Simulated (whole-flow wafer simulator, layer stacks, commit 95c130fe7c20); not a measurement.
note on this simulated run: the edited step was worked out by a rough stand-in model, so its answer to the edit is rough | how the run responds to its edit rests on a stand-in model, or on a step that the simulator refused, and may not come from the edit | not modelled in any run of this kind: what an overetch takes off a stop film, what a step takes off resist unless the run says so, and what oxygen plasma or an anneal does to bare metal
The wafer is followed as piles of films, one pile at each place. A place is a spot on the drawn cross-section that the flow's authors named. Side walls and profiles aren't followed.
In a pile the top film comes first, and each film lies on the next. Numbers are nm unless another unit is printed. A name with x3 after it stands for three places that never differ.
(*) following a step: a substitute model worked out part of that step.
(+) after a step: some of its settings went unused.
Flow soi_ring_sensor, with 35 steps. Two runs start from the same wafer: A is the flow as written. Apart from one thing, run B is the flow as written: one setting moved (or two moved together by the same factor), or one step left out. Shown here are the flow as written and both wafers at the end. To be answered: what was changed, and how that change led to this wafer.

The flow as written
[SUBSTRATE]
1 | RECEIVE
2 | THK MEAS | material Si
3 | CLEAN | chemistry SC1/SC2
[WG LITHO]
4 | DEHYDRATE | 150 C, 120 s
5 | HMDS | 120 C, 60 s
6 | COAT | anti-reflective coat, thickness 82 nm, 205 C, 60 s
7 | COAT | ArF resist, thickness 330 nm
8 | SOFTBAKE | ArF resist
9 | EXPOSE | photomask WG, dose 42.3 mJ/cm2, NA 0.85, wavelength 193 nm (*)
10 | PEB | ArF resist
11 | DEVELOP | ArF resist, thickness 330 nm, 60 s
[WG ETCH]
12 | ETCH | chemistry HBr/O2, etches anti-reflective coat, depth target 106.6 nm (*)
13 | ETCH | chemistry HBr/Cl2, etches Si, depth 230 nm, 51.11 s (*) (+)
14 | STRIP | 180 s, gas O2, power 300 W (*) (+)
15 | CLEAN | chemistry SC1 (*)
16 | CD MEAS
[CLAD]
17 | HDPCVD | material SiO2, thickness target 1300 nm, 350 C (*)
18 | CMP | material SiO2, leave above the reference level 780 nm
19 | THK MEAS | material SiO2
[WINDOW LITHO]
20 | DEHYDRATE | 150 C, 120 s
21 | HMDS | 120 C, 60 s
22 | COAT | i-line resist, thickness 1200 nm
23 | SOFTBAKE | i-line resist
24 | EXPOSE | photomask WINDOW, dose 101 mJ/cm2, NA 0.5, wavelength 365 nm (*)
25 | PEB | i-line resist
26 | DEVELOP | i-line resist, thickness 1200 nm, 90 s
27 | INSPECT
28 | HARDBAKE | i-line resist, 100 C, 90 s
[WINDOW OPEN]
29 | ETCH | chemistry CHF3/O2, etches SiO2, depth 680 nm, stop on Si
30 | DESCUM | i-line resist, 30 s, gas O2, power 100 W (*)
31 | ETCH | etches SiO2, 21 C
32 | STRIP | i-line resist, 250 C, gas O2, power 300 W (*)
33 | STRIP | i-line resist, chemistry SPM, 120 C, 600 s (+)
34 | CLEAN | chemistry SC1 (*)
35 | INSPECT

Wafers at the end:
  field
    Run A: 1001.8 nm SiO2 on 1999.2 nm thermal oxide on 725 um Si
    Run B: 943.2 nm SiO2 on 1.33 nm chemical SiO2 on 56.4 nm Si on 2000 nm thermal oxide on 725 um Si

Cause: step 13, ETCH: depth 163 nm was run, while the flow as written has depth 230 nm; step 13, ETCH: 36.29 s was run, where the flow has 51.11 s.

Step by step, how the change led to this:
  13 | ETCH | chemistry HBr/Cl2, etches Si, depth 230 nm, 51.11 s (*) (+)
      gap, window, field, gap_clad: A -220 Si (all of it), -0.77 thermal oxide | B -163 Si
      core, core_clad: A -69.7 ArF resist | B -49.5 ArF resist
  14 | STRIP | 180 s, gas O2, power 300 W (*) (+)
      gap, window, field, gap_clad: A nothing | B +1.33 chemical SiO2 (new film), -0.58 Si
      core, core_clad: A -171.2 ArF resist (all of it), -82 anti-reflective coat (all of it), +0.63 chemical SiO2, -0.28 Si | B -191.4 ArF resist (all of it), -82 anti-reflective coat (all of it), +0.62 chemical SiO2, -0.27 Si
  18 | CMP | material SiO2, leave above the reference level 780 nm
      gap, window, field, gap_clad: A -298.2 SiO2 | B -356.8 SiO2
